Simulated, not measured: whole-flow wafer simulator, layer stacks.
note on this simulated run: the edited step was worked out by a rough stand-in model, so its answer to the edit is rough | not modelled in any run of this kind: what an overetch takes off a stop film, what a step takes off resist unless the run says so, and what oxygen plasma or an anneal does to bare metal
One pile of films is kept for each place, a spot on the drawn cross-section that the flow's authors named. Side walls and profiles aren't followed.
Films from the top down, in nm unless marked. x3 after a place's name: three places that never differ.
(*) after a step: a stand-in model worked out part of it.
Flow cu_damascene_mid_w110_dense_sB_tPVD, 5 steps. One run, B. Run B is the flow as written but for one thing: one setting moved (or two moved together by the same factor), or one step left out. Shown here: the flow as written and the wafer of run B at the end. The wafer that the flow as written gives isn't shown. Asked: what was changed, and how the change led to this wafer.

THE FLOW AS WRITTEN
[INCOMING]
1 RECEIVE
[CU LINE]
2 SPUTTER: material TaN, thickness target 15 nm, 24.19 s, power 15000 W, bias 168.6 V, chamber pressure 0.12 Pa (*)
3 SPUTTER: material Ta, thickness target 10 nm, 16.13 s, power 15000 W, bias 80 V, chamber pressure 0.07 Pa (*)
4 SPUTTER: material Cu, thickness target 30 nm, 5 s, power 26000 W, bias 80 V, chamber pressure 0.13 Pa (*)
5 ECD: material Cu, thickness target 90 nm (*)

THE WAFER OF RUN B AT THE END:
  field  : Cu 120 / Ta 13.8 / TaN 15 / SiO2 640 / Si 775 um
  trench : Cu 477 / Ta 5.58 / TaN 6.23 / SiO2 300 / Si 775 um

The cause: step 3, SPUTTER: thickness target 13.8 nm was run, where the flow has thickness target 10 nm; step 3, SPUTTER: 22.18 s was run, where the flow has 16.13 s.
It can be read off the wafer: field has Ta 13.8, and step 3 as written asks for 10 nm.

How the change led to this, step by step:
  3 SPUTTER: material Ta, thickness target 10 nm, 16.13 s, power 15000 W, bias 80 V, chamber pressure 0.07 Pa (*)
      field: Ta +13.8 (new film) (as written it would be: Ta +10 (new film))
      trench: Ta +5.58 (new film) (as written it would be: Ta +4.05 (new film))
